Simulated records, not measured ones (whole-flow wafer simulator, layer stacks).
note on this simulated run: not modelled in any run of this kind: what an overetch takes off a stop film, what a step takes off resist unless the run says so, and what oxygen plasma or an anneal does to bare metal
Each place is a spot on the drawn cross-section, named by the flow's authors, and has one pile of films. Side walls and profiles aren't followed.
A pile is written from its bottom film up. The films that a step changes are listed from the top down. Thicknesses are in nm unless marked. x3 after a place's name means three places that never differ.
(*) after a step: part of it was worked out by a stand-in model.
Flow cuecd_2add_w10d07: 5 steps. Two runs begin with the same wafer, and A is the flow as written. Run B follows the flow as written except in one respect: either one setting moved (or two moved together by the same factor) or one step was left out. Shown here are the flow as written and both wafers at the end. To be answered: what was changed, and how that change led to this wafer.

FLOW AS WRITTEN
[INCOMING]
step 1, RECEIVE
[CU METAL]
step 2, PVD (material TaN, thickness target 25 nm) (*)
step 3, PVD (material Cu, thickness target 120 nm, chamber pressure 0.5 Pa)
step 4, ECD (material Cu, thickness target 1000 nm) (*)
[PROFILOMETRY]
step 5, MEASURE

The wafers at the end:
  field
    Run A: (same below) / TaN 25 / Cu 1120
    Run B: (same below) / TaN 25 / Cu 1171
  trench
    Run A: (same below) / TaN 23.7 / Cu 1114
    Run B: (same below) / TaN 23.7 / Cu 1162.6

The reason: step 3, PVD: thickness target 171 nm was run, whereas the flow has thickness target 120 nm.

How this came from the change, step by step:
  step 3, PVD (material Cu, thickness target 120 nm, chamber pressure 0.5 Pa)
      field: A +120 Cu (new film) | B +171 Cu (new film)
      trench: A +114 Cu (new film) | B +162.6 Cu (new film)
